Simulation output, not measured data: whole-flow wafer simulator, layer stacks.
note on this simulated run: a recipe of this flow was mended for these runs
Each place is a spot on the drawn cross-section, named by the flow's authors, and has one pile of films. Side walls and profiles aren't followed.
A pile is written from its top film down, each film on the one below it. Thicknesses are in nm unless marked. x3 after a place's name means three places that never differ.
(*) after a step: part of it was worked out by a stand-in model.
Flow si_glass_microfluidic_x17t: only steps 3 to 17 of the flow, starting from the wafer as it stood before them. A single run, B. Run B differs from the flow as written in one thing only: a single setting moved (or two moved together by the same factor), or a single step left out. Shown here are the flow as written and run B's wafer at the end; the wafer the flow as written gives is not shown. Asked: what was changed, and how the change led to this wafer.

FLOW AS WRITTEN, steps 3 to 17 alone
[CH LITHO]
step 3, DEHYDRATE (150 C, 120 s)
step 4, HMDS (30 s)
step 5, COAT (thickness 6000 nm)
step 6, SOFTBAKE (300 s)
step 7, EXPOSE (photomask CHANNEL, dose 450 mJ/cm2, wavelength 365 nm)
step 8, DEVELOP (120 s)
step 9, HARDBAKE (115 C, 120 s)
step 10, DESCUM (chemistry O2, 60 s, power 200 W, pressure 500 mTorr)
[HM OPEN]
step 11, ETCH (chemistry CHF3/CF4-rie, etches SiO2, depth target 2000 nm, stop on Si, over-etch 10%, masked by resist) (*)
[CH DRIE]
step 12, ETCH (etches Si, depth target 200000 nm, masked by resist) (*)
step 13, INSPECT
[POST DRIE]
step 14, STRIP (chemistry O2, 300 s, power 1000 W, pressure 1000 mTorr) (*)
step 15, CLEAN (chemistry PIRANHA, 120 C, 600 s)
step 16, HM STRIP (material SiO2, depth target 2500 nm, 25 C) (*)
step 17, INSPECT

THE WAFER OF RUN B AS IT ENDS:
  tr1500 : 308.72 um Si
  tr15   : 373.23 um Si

The reason: step 5, COAT: thickness 3525 nm was run, whereas the flow has thickness 6000 nm.

Step by step, how the change led to this:
  step 5, COAT (thickness 6000 nm)
      land, tr110, tr1500, tr15: +3525 thick-i-line-resist (new film) (in the flow as written it would be: +6000 thick-i-line-resist (new film))
  step 8, DEVELOP (120 s)
      tr110, tr1500, tr15: -3525 thick-i-line-resist (all of it) (in the flow as written it would be: -6000 thick-i-line-resist (all of it))
  step 9, HARDBAKE (115 C, 120 s)
      land: -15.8 thick-i-line-resist (in the flow as written it would be: -33.5 thick-i-line-resist)
  step 12, ETCH (etches Si, depth target 200000 nm, masked by resist) (*)
      tr1500: -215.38 um Si (in the flow as written it would be: -215.73 um Si)
      tr15: -150.87 um Si (in the flow as written it would be: -149.99 um Si)
  step 14, STRIP (chemistry O2, 300 s, power 1000 W, pressure 1000 mTorr) (*)
      land: -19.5 thick-i-line-resist (all of it) (in the flow as written it would be: -2472.3 thick-i-line-resist (all of it))
